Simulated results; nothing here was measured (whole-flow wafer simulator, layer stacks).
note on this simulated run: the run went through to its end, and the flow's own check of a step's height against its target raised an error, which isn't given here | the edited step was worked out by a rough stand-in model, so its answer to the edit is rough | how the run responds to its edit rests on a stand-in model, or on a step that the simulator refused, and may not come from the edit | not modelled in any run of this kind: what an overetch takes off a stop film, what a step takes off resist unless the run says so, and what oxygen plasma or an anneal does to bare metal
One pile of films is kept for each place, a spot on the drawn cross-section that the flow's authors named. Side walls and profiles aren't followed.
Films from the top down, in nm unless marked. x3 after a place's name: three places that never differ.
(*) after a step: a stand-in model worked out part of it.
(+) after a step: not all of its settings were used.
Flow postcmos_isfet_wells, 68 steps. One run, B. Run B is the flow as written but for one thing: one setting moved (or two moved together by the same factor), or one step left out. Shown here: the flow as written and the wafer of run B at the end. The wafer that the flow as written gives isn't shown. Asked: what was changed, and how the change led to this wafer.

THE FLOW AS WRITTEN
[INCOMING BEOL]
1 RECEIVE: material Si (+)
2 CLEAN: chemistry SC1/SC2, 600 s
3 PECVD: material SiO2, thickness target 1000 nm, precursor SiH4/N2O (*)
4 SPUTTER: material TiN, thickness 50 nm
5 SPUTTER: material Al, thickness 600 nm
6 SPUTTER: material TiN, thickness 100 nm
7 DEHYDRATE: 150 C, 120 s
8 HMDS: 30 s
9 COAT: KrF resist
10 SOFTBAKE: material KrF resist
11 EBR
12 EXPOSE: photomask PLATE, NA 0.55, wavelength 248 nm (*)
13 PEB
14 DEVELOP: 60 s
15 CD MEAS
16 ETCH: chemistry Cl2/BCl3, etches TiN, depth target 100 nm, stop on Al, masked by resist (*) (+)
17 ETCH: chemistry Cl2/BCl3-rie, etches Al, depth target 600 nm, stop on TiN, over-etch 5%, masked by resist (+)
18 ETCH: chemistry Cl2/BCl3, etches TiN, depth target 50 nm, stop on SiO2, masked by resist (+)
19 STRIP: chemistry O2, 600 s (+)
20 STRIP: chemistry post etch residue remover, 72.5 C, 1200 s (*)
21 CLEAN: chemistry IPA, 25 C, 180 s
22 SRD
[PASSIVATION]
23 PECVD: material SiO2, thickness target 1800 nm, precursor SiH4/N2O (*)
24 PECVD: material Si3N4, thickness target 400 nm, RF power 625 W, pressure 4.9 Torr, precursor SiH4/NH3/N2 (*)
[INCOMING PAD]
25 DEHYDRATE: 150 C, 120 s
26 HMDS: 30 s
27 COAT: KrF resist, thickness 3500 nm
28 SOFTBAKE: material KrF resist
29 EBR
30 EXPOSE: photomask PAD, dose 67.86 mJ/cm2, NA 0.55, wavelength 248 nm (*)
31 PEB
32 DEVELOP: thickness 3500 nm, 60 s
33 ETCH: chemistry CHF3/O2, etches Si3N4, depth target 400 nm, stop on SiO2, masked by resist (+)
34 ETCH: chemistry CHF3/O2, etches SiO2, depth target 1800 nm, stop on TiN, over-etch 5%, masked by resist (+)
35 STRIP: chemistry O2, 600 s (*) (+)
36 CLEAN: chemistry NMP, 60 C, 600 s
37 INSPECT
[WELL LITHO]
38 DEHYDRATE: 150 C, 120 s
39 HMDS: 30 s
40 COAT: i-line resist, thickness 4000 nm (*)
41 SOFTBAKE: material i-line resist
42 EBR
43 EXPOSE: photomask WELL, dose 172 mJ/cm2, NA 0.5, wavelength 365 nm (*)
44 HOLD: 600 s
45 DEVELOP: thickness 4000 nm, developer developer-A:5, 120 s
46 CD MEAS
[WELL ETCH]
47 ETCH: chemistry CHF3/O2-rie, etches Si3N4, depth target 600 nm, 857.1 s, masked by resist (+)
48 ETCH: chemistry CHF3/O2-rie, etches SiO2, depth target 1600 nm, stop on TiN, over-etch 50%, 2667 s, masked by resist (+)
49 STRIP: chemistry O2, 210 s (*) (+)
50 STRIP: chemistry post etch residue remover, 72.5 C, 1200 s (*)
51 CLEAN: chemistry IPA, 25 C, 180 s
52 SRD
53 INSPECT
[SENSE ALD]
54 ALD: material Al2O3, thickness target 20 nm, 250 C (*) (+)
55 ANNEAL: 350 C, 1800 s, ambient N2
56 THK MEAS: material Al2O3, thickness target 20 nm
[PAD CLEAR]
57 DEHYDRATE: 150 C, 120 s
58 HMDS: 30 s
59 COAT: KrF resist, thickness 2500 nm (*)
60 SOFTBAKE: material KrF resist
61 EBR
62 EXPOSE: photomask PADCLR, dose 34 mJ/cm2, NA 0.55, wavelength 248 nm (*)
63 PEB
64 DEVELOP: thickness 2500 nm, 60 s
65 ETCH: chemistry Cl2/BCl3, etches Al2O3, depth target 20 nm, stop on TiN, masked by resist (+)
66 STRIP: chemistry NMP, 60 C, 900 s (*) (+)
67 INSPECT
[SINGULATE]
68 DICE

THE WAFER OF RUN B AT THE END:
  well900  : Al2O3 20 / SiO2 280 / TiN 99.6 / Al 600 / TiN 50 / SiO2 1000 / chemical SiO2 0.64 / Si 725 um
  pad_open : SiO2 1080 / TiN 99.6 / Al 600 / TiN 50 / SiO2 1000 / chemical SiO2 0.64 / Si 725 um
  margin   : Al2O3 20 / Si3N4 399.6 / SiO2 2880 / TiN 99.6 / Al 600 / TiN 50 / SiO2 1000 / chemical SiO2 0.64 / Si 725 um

The cause: step 23, PECVD: thickness target 2880 nm was run, where the flow has thickness target 1800 nm.
It can be read off the wafer: margin has SiO2 2880, and step 23 as written asks for 1800 nm.

How the change led to this, step by step:
  23 PECVD: material SiO2, thickness target 1800 nm, precursor SiH4/N2O (*)
      margin, well900, well1300 x3, pad_rim, pad_clr, pad_open: SiO2 +2880 (new film) (as written it would be: SiO2 +1800 (new film))
      field: SiO2 +2880 (new film), void +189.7 (new film), SiO2 +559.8 (as written it would be: SiO2 +1800 (new film), void +189.9 (new film), SiO2 +559.7)
  34 ETCH: chemistry CHF3/O2, etches SiO2, depth target 1800 nm, stop on TiN, over-etch 5%, masked by resist (+)
      pad_open: SiO2 -1800 (as written it would be: SiO2 -1800 (all of it))
  48 ETCH: chemistry CHF3/O2-rie, etches SiO2, depth target 1600 nm, stop on TiN, over-etch 50%, 2667 s, masked by resist (+)
      well900, well1300 x3: SiO2 -2400 (as written it would be: SiO2 -1600 (all of it))
  59 COAT: KrF resist, thickness 2500 nm (*)
      field: KrF resist +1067 (new film) (as written it would be: KrF resist +1449 (new film))
      margin: KrF resist +1066.9 (new film) (as written it would be: KrF resist +1448.9 (new film))
  63 PEB
      field, margin: KrF resist -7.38 (as written it would be: KrF resist -10.1)
  66 STRIP: chemistry NMP, 60 C, 900 s (*) (+)
      field: KrF resist -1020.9 (all of it) (as written it would be: KrF resist -1400.1 (all of it))
      margin: KrF resist -1020.8 (all of it) (as written it would be: KrF resist -1400.1 (all of it))
